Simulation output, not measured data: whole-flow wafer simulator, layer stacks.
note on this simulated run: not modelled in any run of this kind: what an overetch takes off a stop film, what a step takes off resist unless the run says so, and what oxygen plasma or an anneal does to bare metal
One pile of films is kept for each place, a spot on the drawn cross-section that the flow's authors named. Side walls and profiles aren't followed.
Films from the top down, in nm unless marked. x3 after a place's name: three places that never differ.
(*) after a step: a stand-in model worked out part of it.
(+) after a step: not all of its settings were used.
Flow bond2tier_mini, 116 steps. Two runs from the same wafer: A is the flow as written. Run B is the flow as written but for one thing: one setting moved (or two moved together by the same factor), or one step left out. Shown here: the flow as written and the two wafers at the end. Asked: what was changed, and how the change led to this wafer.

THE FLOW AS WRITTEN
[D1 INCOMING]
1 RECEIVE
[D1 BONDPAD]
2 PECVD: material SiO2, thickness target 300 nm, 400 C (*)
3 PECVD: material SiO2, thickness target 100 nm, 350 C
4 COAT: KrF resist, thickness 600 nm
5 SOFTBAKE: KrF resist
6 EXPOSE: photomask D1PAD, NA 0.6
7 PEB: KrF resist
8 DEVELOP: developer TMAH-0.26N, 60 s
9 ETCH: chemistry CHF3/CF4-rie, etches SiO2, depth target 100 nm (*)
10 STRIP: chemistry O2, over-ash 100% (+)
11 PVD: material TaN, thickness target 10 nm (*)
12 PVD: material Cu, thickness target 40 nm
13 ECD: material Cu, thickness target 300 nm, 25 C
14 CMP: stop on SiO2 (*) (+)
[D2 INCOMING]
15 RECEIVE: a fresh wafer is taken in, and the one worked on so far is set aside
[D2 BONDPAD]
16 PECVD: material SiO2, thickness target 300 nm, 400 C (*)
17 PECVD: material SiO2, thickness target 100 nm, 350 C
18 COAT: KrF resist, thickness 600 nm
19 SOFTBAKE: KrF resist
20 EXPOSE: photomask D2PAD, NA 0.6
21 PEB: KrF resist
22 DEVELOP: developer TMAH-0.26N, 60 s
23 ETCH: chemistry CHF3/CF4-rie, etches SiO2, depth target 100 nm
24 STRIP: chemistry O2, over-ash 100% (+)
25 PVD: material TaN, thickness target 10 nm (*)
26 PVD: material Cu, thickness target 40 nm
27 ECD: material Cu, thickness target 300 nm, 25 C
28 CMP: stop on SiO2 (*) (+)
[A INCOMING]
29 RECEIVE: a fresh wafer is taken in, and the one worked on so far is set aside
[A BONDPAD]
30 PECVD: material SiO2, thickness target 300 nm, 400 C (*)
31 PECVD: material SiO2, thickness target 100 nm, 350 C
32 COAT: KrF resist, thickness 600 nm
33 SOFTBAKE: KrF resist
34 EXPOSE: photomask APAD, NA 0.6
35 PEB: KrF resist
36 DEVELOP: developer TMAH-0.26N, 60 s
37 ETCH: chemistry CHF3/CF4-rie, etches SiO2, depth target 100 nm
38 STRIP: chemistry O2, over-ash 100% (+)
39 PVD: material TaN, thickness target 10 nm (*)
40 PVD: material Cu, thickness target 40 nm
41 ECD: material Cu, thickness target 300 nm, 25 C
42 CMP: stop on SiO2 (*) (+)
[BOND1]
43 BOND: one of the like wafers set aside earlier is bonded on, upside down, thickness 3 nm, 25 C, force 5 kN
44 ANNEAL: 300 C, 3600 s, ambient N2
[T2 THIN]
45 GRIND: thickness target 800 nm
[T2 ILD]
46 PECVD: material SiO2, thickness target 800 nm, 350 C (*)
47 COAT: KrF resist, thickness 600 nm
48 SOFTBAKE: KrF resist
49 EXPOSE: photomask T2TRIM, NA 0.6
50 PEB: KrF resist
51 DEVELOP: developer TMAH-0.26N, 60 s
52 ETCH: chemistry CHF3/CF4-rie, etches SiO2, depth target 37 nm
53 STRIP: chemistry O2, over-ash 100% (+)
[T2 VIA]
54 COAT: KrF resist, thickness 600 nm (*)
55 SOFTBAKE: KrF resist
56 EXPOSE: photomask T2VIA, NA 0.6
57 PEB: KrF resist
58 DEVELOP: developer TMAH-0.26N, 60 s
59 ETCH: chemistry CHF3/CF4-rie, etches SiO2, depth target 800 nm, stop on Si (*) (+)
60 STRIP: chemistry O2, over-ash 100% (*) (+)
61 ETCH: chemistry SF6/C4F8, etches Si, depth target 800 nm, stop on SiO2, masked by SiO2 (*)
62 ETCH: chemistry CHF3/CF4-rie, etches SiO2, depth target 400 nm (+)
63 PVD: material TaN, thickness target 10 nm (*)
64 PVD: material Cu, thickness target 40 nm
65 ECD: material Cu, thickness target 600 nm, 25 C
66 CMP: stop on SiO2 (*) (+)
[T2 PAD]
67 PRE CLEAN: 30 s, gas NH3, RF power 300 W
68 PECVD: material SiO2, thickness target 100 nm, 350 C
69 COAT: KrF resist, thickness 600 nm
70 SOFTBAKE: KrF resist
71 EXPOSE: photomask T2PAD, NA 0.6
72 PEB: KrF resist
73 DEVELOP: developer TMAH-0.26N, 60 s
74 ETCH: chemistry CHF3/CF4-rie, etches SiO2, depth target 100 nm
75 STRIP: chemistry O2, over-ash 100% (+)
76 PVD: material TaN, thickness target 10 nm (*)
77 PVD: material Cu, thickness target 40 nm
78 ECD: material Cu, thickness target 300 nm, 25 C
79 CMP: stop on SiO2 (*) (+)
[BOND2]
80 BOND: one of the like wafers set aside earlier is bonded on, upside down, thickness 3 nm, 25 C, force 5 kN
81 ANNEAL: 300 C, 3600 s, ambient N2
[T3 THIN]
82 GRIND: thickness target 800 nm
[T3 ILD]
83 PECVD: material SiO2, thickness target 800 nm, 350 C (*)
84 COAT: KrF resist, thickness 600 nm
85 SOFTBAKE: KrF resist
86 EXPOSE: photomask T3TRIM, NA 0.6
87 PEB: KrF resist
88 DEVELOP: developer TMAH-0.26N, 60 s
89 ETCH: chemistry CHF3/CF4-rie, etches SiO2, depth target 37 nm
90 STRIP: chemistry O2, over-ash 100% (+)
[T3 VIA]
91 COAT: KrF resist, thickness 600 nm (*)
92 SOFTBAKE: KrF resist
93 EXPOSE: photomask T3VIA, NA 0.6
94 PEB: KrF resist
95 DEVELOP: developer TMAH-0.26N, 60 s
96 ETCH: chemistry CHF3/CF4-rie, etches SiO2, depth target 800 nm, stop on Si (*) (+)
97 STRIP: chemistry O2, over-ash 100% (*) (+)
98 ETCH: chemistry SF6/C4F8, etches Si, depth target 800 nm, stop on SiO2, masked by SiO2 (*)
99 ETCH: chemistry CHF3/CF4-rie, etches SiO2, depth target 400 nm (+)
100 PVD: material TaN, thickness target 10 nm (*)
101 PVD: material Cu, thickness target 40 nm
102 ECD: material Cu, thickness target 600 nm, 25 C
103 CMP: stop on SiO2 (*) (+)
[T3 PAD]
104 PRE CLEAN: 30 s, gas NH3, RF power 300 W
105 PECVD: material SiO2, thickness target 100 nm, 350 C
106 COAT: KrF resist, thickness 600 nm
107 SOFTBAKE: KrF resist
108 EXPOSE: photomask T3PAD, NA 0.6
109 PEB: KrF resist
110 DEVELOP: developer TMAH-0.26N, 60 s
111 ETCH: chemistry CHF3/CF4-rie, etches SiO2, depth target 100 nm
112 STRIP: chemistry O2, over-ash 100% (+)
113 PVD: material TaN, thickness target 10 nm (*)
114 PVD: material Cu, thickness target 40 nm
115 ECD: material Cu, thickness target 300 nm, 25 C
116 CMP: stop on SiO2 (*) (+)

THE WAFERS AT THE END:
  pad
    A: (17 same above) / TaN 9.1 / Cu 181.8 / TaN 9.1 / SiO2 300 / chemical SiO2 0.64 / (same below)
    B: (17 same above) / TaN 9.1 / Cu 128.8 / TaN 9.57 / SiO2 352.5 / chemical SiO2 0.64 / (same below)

The cause: step 37, ETCH: depth target 47.5 nm was run, where the flow has depth target 100 nm.

How the change led to this, step by step:
  37 ETCH: chemistry CHF3/CF4-rie, etches SiO2, depth target 100 nm
      pad, via: A SiO2 -100 | B SiO2 -47.5
      field: A KrF resist -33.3 | B KrF resist -15.8
  38 STRIP: chemistry O2, over-ash 100% (+)
      field: A KrF resist -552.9 (all of it) | B KrF resist -570.4 (all of it)
  40 PVD: material Cu, thickness target 40 nm
      pad: A Cu +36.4 (new film) | B Cu +38.3 (new film)
  41 ECD: material Cu, thickness target 300 nm, 25 C
      pad: A Cu +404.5 | B Cu +349.7
      via: A Cu +400.2 | B Cu +347.5
